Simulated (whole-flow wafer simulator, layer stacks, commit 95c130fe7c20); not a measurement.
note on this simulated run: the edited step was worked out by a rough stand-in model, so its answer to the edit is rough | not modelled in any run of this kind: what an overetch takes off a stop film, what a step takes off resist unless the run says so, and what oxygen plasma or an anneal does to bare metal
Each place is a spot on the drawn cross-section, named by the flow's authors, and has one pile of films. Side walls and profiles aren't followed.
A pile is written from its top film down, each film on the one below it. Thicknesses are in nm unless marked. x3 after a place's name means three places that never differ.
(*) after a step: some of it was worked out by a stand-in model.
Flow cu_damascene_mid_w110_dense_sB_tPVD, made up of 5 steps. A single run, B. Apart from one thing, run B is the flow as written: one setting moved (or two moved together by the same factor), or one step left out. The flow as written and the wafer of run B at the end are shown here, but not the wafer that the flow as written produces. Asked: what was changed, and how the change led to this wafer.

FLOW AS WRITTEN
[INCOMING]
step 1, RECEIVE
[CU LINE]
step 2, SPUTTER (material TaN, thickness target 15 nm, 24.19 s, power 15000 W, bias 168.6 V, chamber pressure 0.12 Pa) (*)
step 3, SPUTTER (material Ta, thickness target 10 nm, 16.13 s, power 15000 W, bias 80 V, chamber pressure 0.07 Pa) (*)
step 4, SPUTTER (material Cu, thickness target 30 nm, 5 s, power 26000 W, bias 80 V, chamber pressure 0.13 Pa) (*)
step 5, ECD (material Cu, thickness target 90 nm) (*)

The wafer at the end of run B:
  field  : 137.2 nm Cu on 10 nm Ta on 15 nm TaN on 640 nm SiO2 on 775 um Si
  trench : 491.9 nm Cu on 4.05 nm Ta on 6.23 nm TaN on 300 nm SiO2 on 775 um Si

Cause: step 4, SPUTTER: thickness target 47.2 nm was run, whereas the flow has thickness target 30 nm; step 4, SPUTTER: 7.88 s was run, where the flow has 5 s.

How this came from the change, step by step:
  step 4, SPUTTER (material Cu, thickness target 30 nm, 5 s, power 26000 W, bias 80 V, chamber pressure 0.13 Pa) (*)
      field: Cu gains 47.2 (new film) (in the flow as written it would be: Cu gains 30 (new film))
      trench: Cu gains 19.6 (new film) (in the flow as written it would be: Cu gains 12.5 (new film))
  step 5, ECD (material Cu, thickness target 90 nm) (*)
      trench: Cu gains 472.3 (in the flow as written it would be: Cu gains 462.2)
